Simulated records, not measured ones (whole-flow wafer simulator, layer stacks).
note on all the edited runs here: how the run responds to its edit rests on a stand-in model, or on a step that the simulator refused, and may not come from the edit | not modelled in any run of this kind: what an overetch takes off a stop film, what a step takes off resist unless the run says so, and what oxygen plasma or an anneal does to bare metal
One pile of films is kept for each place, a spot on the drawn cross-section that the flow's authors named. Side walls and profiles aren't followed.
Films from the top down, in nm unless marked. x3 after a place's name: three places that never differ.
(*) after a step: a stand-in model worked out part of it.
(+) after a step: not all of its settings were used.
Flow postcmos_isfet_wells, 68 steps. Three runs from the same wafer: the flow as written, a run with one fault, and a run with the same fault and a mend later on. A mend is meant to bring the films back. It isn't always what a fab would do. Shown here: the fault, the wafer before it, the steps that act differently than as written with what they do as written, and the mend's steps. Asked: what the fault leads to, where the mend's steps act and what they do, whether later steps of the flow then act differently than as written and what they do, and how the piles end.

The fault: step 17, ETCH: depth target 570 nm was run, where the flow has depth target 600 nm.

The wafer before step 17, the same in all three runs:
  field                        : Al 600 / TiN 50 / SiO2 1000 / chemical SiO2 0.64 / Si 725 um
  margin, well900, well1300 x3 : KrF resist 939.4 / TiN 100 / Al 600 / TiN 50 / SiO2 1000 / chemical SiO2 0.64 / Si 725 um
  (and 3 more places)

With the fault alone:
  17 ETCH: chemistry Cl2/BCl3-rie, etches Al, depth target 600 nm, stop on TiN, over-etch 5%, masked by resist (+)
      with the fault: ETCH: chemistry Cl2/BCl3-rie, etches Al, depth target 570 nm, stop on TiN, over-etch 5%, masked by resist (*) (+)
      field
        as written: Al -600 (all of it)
        with the fault: Al -570
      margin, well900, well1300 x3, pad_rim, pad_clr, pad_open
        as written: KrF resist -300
        with the fault: KrF resist -285
  Later steps of the flow that act differently than as written (1 more step differs only slightly, by at most 2% or 0.5 nm, whichever is larger, and isn't shown):
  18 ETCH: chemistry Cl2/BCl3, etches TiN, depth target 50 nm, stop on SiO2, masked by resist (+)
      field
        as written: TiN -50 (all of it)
        with the fault: Al -30 (all of it), TiN -37.4
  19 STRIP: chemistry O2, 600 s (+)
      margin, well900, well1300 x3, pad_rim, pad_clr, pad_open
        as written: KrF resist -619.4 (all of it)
        with the fault: KrF resist -634.4 (all of it)
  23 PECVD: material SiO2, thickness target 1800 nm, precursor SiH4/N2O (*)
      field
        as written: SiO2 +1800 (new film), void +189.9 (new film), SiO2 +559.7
        with the fault: SiO2 +1800 (new film), void +180.7 (new film), SiO2 +556.7 (new film)
  At the end the piles differ from the flow's by more than 2% or 0.5 nm, whichever is larger, at field.
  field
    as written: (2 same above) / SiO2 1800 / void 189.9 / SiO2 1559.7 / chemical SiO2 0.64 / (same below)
    with the fault: (2 same above) / SiO2 1800 / void 180.7 / SiO2 556.7 / TiN 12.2 / SiO2 1000 / chemical SiO2 0.64 / (same below)

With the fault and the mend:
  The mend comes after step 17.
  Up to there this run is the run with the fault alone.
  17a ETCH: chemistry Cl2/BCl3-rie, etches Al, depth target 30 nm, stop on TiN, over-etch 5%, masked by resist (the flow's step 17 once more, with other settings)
      margin, well900, well1300 x3, pad_rim, pad_clr, pad_open
        KrF resist -15
      field
        Al -30 (all of it)
  No later step of the flow acts differently than as written at any place that is followed.
  At the end the piles are the same as the flow's at every place that both follow.
